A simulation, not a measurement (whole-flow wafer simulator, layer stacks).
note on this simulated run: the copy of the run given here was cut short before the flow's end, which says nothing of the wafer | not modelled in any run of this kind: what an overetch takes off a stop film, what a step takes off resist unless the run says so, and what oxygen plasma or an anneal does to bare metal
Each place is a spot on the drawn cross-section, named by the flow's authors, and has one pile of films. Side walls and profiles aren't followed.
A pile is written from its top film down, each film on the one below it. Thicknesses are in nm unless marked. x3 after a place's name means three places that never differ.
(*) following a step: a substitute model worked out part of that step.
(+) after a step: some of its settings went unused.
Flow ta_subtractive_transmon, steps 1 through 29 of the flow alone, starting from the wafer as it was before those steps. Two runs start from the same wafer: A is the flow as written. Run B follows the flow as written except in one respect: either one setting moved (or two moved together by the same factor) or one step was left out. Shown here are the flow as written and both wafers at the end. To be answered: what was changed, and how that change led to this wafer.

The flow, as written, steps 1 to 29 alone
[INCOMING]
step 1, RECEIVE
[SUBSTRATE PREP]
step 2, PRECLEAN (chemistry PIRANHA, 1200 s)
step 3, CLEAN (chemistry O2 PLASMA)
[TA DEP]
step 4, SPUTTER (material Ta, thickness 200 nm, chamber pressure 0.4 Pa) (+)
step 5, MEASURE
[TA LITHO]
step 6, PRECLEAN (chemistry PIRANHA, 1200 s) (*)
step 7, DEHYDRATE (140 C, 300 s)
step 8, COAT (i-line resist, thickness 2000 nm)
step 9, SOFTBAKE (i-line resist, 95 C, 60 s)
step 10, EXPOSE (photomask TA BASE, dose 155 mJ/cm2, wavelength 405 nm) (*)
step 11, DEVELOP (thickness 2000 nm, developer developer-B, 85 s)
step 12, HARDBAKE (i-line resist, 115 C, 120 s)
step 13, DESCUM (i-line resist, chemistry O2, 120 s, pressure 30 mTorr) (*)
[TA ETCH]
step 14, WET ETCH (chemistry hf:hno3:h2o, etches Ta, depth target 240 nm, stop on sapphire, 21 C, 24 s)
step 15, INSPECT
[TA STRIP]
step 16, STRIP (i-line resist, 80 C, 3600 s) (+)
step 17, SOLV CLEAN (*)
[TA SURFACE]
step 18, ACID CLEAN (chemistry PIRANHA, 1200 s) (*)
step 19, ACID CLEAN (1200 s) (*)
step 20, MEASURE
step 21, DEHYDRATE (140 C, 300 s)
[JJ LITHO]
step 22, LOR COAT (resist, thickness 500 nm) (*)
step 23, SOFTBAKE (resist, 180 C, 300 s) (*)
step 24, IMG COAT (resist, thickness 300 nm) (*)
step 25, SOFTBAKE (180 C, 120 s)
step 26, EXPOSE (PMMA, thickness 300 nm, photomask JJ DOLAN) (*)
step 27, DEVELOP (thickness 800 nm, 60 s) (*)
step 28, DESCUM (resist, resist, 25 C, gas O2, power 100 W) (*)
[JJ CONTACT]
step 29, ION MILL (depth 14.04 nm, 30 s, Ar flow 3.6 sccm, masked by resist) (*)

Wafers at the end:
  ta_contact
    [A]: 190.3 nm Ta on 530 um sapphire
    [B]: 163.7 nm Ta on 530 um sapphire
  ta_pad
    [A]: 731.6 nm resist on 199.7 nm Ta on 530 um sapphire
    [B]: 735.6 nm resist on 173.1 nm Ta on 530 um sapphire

Cause: step 4, SPUTTER: thickness 173.4 nm was run, though the flow has thickness 200 nm.

How this came from the change, step by step:
  step 4, SPUTTER (material Ta, thickness 200 nm, chamber pressure 0.4 Pa) (+)
      field x2, jj_line, lead, ta_contact, ta_pad: A Ta gains 200 (new film) | B Ta gains 173.4 (new film)
  step 14, WET ETCH (chemistry hf:hno3:h2o, etches Ta, depth target 240 nm, stop on sapphire, 21 C, 24 s)
      field x2, jj_line, lead: A Ta loses 200 (all of it) | B Ta loses 173.4 (all of it)
